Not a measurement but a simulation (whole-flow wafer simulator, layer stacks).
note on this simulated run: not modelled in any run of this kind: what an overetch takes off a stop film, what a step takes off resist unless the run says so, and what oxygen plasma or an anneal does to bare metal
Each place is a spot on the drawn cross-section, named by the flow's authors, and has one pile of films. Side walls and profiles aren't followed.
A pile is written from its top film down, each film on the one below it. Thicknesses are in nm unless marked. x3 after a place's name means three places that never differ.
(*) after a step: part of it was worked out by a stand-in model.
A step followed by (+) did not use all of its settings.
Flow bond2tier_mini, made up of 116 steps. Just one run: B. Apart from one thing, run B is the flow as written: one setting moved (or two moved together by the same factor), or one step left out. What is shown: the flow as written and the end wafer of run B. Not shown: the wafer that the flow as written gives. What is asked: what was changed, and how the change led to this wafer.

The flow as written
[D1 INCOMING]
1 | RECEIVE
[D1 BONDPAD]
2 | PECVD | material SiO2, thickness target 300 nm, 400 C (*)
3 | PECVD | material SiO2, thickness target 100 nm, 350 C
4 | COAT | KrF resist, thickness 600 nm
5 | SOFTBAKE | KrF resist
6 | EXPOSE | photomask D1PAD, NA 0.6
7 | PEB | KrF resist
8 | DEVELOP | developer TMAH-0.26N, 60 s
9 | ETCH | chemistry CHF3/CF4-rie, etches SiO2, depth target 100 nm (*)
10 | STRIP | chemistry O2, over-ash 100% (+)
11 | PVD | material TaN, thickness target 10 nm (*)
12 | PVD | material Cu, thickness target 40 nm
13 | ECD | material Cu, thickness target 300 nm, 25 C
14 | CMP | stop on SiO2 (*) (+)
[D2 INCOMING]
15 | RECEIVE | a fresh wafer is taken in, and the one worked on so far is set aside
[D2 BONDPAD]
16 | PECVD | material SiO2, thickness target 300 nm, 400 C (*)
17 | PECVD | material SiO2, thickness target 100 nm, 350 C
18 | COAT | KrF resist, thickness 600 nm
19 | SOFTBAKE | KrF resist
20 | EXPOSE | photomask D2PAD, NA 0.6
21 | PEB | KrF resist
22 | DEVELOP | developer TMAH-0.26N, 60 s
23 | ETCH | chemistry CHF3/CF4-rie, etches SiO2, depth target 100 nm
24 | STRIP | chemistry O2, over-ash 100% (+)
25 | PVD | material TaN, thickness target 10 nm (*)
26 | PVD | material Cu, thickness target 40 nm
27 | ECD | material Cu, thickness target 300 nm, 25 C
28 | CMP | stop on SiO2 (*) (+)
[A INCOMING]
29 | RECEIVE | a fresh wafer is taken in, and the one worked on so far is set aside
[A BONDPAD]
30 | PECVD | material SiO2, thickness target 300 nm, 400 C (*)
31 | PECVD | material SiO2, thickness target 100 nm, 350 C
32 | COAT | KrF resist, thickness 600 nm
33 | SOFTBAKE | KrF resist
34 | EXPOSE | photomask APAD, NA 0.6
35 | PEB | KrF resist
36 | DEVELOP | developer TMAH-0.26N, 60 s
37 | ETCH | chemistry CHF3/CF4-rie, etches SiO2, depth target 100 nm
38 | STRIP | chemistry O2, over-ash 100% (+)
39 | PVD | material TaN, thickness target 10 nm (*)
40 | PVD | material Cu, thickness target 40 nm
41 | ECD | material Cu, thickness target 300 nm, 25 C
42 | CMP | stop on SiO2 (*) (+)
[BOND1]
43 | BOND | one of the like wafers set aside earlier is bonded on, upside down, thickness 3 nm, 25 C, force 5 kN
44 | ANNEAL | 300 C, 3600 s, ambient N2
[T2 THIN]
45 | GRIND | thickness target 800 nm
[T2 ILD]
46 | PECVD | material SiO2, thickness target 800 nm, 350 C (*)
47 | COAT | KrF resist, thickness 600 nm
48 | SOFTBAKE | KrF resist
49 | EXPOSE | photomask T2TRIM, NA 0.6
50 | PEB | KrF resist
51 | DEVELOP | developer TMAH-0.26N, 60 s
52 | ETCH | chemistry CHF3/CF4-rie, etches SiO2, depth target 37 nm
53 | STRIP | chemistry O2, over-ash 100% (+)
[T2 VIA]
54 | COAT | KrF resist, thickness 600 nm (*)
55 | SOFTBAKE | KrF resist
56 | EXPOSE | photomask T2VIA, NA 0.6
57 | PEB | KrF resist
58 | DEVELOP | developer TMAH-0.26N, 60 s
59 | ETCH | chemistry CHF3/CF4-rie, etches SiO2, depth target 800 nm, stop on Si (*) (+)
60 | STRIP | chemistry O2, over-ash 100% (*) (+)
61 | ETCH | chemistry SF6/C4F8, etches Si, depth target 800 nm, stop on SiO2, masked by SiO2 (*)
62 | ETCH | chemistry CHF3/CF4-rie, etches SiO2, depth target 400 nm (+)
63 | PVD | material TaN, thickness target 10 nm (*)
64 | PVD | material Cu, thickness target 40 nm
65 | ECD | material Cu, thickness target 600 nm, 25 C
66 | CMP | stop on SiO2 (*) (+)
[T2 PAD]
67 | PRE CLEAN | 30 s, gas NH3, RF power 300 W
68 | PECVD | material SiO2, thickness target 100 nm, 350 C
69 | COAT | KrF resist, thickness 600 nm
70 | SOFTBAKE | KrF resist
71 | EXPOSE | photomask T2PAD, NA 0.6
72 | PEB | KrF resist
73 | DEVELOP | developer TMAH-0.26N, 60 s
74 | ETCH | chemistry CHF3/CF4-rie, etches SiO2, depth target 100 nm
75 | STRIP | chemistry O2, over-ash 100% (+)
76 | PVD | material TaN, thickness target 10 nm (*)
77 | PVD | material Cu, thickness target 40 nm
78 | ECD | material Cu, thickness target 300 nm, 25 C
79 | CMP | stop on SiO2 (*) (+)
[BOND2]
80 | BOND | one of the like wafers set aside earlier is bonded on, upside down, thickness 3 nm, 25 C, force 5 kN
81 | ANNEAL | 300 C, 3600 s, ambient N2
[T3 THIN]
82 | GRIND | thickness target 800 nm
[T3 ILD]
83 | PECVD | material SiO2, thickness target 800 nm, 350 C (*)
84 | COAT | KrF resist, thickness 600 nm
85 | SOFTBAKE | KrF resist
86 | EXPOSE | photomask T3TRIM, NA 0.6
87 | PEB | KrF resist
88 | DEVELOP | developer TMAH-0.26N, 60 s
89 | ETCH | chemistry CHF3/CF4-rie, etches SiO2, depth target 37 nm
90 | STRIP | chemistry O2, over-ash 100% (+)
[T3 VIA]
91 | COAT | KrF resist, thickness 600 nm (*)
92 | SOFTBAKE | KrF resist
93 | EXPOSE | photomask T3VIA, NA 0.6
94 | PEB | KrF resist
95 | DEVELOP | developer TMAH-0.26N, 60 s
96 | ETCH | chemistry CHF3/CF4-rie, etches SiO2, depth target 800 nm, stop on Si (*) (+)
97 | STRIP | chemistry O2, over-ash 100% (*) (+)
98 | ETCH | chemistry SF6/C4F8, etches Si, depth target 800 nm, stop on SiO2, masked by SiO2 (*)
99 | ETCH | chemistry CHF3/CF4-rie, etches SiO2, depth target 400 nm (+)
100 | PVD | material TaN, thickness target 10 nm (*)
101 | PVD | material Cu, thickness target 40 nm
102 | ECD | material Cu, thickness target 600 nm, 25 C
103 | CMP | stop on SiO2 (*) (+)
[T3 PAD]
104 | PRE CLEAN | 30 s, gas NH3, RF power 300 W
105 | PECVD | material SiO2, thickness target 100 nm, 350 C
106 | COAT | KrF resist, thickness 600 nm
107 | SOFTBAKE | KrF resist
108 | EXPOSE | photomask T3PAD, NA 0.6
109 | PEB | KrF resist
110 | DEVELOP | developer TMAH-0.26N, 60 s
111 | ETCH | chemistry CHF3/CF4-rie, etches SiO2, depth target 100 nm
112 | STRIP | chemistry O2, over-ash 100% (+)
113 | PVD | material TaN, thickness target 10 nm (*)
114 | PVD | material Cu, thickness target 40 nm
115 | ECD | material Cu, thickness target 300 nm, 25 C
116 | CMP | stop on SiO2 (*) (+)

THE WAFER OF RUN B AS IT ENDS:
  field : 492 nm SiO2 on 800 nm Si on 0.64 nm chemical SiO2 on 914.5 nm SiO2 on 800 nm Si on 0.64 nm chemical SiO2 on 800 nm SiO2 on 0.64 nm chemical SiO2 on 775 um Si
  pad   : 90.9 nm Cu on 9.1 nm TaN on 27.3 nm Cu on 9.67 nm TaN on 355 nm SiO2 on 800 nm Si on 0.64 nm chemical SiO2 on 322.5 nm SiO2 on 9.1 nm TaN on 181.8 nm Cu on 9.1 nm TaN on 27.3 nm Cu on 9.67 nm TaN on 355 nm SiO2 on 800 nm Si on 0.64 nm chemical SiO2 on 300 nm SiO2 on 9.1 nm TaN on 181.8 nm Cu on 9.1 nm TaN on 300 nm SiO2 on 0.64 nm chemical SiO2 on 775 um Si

Cause: step 17, PECVD: thickness target 122.5 nm was run, whereas the flow has thickness target 100 nm.

The path from the change to this, step by step:
  17 | PECVD | material SiO2, thickness target 100 nm, 350 C
      field, pad, via: SiO2 gains 122.5 (in the flow as written it would be: SiO2 gains 100)
  80 | BOND | one of the like wafers set aside earlier is bonded on, upside down, thickness 3 nm, 25 C, force 5 kN
      field: Si gains 775 um (new film), chemical SiO2 gains 0.64 (new film), SiO2 gains 422.5 (in the flow as written it would be: Si gains 775 um (new film), chemical SiO2 gains 0.64 (new film), SiO2 gains 400)
      pad: Si gains 775 um (new film), chemical SiO2 gains 0.64 (new film), SiO2 gains 322.5 (new film), TaN gains 9.1 (new film), Cu gains 90.9 (in the flow as written it would be: Si gains 775 um (new film), chemical SiO2 gains 0.64 (new film), SiO2 gains 300 (new film), TaN gains 9.1 (new film), Cu gains 90.9)
